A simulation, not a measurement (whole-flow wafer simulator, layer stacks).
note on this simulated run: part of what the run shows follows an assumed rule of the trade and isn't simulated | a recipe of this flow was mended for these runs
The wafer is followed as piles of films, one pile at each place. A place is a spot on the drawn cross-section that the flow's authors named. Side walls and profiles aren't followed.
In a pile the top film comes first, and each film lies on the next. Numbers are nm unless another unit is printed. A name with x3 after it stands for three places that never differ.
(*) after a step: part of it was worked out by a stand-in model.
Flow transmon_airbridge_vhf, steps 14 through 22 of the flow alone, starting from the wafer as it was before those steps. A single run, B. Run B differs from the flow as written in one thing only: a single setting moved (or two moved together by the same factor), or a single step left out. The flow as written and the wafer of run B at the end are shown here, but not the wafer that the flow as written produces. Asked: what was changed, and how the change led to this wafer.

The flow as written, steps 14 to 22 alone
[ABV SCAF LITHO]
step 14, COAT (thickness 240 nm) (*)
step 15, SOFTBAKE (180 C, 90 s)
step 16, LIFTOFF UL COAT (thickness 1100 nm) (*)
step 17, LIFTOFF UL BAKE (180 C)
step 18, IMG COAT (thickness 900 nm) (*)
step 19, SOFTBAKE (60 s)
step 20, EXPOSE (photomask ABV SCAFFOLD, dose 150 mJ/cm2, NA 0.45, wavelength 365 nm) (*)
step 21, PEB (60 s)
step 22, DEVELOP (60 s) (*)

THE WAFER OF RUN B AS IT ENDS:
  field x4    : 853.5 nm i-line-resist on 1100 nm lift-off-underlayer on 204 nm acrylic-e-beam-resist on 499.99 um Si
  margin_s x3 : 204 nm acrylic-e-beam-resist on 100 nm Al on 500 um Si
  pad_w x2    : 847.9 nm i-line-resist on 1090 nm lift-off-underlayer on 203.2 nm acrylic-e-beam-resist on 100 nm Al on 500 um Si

Cause: step 14, COAT: thickness 204 nm was run, while the flow as written has thickness 240 nm.
The wafer lets one read it off: field x4 has acrylic-e-beam-resist 204, and step 14 as written asks for 240 nm.

The path from the change to this, step by step:
  step 14, COAT (thickness 240 nm) (*)
      field x4, trace_open_s x2, margin_s x3: acrylic-e-beam-resist gains 204 (new film) (as written it would have been: acrylic-e-beam-resist gains 240 (new film))
      pad_w x2: acrylic-e-beam-resist gains 203.2 (new film) (as written it would have been: acrylic-e-beam-resist gains 239.3 (new film))
      (as well as at 6 more places)
